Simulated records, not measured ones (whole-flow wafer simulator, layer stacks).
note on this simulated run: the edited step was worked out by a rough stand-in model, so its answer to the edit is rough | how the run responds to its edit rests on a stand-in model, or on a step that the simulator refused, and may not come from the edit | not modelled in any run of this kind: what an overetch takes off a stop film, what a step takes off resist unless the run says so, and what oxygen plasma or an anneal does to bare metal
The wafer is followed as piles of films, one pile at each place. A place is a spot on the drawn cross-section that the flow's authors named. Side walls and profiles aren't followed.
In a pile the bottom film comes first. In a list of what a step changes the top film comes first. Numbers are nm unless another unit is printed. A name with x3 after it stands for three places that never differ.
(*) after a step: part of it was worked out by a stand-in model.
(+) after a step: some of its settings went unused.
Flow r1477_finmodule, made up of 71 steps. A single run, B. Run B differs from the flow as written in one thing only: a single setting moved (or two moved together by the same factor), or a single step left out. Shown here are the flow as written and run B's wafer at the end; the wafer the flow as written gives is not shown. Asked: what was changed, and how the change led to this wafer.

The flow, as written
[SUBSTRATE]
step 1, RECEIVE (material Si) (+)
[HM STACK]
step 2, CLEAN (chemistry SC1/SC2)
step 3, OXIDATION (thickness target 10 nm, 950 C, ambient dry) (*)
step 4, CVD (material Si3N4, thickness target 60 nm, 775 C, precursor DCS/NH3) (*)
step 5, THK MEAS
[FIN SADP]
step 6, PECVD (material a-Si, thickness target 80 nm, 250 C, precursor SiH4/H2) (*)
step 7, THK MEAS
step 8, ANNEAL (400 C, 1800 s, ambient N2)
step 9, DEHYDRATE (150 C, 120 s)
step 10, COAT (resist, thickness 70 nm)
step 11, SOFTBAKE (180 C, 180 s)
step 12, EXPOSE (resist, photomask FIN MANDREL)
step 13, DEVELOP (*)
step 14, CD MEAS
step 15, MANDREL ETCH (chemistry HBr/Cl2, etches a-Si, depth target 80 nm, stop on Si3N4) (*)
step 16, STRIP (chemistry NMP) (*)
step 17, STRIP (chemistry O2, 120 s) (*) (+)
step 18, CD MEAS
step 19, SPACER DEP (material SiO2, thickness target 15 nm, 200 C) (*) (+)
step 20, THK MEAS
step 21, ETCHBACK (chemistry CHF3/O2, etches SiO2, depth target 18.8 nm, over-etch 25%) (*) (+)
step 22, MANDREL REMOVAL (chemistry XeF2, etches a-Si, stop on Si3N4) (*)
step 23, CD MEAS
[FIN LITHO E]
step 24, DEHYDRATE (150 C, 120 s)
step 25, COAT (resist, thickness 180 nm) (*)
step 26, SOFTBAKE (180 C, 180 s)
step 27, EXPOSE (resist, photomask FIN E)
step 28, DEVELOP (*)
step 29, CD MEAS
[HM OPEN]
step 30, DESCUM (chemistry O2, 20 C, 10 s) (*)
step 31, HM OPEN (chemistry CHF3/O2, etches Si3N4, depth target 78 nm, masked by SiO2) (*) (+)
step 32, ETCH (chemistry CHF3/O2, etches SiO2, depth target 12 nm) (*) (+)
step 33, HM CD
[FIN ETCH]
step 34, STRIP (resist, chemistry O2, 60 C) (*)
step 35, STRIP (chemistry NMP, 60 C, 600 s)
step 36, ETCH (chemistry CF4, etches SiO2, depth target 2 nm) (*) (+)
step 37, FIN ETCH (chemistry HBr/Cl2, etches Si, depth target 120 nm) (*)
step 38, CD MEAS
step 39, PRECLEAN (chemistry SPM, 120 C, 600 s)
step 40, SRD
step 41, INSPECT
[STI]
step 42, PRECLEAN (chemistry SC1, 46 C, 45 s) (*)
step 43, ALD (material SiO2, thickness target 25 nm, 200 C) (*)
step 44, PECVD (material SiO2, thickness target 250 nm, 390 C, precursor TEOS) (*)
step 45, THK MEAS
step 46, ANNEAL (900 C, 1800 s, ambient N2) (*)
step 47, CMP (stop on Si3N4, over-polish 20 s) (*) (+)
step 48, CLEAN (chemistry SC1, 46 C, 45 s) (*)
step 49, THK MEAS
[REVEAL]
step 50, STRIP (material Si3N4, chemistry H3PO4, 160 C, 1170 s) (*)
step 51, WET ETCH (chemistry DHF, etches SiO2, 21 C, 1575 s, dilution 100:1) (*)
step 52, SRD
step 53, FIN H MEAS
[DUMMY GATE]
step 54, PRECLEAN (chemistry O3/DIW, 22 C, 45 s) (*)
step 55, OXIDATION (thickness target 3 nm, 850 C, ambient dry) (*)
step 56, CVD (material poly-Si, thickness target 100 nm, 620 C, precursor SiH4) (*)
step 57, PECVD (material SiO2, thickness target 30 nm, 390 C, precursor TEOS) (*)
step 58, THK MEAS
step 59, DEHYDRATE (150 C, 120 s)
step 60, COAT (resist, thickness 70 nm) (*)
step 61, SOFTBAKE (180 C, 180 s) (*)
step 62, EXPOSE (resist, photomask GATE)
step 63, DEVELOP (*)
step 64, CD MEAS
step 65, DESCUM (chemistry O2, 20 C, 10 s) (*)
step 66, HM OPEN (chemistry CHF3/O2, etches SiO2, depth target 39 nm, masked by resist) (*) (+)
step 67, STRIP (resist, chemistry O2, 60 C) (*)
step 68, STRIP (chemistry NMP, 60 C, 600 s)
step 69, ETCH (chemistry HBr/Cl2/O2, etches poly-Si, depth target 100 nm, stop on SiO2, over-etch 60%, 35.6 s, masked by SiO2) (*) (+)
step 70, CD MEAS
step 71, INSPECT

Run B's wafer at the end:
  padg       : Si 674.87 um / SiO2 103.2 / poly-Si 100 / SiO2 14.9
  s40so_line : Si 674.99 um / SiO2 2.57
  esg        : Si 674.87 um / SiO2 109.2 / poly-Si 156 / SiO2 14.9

What caused this: step 57, PECVD: thickness target 20.2 nm was run, while the flow as written has thickness target 30 nm.

The path from the change to this, step by step:
  step 57, PECVD (material SiO2, thickness target 30 nm, 390 C, precursor TEOS) (*)
      pad, padg, elg and 33 more: +20.2 SiO2 (new film) (as written it would have been: +30 SiO2 (new film))
  step 66, HM OPEN (chemistry CHF3/O2, etches SiO2, depth target 39 nm, masked by resist) (*) (+)
      pad, elo, eso and 15 more: -20.2 SiO2 (all of it), -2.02 poly-Si (as written it would have been: -30 SiO2 (all of it), -1.8 poly-Si)
      padg, elg, esg and 15 more: -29 resist (as written it would have been: -37.4 resist)
  step 67, STRIP (resist, chemistry O2, 60 C) (*)
      padg, elg, esg: -24.2 resist (all of it) (as written it would have been: -15.9 resist (all of it))
      e40lg, e100lg, e200lg: -21.1 resist (all of it) (as written it would have been: -12.8 resist (all of it))
      (also at 12 further places)
